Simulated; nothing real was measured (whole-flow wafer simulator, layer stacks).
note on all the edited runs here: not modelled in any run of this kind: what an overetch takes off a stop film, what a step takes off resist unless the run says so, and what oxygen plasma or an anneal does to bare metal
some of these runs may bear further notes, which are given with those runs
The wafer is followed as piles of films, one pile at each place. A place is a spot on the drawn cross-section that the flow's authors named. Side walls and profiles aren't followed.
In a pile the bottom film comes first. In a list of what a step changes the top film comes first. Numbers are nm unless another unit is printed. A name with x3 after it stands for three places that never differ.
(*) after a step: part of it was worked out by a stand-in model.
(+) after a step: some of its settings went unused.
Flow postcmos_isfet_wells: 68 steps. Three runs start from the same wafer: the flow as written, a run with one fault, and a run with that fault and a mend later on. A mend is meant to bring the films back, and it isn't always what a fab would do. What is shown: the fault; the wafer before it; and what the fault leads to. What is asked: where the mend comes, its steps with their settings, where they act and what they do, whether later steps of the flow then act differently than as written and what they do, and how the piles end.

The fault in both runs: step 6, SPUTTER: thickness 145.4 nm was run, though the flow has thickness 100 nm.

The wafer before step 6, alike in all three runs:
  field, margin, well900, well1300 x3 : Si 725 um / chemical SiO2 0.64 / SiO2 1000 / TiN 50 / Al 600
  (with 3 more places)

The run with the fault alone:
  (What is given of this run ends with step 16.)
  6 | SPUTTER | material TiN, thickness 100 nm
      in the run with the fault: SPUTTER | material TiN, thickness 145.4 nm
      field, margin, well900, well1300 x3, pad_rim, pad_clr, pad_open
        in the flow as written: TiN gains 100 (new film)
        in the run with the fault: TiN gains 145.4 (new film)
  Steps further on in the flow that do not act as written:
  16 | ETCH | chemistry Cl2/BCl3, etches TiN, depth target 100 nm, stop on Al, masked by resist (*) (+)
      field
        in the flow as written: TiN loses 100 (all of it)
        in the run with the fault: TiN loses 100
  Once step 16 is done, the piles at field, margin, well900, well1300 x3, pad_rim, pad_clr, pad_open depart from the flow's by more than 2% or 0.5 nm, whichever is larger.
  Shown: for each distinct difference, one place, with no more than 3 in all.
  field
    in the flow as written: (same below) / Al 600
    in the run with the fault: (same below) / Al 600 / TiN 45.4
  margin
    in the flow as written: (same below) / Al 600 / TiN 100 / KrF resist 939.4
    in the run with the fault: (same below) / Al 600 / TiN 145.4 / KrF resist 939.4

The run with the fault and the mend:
  After step 6 comes the mend.
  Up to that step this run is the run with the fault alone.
  6a | ETCH | chemistry peroxide tin strip, depth target 45.4 nm
      field, margin, well900, well1300 x3, pad_rim, pad_clr, pad_open
        TiN loses 45.4
  Every later step of the flow that is run acts as written at every place that is followed.
  The piles end the same as the flow's at every place that both follow.
